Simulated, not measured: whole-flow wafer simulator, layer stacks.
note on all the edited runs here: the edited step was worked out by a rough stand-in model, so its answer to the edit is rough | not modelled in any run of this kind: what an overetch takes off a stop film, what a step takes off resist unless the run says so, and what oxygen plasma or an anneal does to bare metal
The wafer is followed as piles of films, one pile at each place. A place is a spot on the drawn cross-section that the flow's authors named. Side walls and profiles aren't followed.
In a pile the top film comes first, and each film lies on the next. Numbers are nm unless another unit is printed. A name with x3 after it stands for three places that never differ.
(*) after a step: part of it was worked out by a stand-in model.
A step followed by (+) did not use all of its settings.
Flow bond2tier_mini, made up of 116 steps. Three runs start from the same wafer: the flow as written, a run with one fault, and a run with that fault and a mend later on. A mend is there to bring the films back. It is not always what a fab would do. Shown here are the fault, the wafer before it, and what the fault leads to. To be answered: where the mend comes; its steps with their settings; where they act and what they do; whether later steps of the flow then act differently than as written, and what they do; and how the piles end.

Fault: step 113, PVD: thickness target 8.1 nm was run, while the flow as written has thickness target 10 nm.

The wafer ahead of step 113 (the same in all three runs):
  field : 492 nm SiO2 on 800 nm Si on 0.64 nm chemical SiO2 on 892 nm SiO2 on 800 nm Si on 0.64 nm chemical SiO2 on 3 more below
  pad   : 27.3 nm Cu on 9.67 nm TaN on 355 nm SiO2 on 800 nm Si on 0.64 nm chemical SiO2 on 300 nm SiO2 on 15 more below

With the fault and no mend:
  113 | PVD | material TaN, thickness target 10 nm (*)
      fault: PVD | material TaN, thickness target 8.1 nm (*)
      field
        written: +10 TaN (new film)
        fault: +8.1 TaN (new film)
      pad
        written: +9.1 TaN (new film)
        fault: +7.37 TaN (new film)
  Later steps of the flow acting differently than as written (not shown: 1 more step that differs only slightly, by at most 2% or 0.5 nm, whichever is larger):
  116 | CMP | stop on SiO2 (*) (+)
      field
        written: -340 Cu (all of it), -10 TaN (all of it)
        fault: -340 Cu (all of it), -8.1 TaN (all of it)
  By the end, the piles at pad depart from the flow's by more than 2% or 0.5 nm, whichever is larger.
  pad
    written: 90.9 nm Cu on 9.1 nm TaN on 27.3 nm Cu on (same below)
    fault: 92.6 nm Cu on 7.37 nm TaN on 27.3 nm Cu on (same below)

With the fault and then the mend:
  The mend follows step 113.
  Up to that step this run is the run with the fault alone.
  113a | PVD | material TaN, thickness target 1.9 nm (*) (the flow's step 113 again, with other settings)
      field
        +1.9 TaN
      pad
        +1.73 TaN
  Every later step of the flow that is run acts as written at every place that is followed.
  The piles end the same as the flow's at every place that both follow.
